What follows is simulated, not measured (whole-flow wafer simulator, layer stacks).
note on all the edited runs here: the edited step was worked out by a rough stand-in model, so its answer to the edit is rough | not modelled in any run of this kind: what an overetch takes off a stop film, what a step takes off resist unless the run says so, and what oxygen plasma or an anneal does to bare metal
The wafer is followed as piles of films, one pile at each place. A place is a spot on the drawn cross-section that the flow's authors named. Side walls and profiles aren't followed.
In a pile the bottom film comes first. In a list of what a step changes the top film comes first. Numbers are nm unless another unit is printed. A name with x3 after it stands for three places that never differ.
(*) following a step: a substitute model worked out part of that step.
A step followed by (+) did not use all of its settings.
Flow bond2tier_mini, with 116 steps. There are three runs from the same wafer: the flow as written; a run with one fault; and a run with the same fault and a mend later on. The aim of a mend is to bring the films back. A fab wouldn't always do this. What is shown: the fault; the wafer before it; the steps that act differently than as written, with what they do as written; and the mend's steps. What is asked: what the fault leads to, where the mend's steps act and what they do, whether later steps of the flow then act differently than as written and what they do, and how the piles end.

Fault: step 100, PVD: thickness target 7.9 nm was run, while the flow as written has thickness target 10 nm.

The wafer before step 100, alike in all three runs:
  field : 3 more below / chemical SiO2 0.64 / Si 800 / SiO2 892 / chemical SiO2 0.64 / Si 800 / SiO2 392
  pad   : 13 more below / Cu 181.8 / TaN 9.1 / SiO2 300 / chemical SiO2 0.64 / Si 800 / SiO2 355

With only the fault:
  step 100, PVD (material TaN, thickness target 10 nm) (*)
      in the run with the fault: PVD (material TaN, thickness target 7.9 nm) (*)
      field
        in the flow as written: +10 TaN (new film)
        in the run with the fault: +7.9 TaN (new film)
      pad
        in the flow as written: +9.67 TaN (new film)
        in the run with the fault: +7.64 TaN (new film)
  Steps further on in the flow that do not act as written (1 more step, not shown, differs only slightly: by at most 2% or 0.5 nm, whichever is larger):
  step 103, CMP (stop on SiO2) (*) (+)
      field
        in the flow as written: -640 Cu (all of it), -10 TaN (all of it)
        in the run with the fault: -640 Cu (all of it), -7.9 TaN (all of it)
  The piles end different from the flow's at pad by more than 2% or 0.5 nm, whichever is larger.
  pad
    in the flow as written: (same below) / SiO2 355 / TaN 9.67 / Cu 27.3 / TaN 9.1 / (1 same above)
    in the run with the fault: (same below) / SiO2 355 / TaN 7.64 / Cu 29.4 / TaN 9.1 / (1 same above)

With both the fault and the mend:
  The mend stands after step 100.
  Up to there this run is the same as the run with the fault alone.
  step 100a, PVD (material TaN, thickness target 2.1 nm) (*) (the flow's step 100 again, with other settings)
      field
        +2.1 TaN
      pad
        +2.03 TaN
  Every later step of the flow that is run acts as written at every place that is followed.
  At every place that both follow, the piles at the end match the flow's.
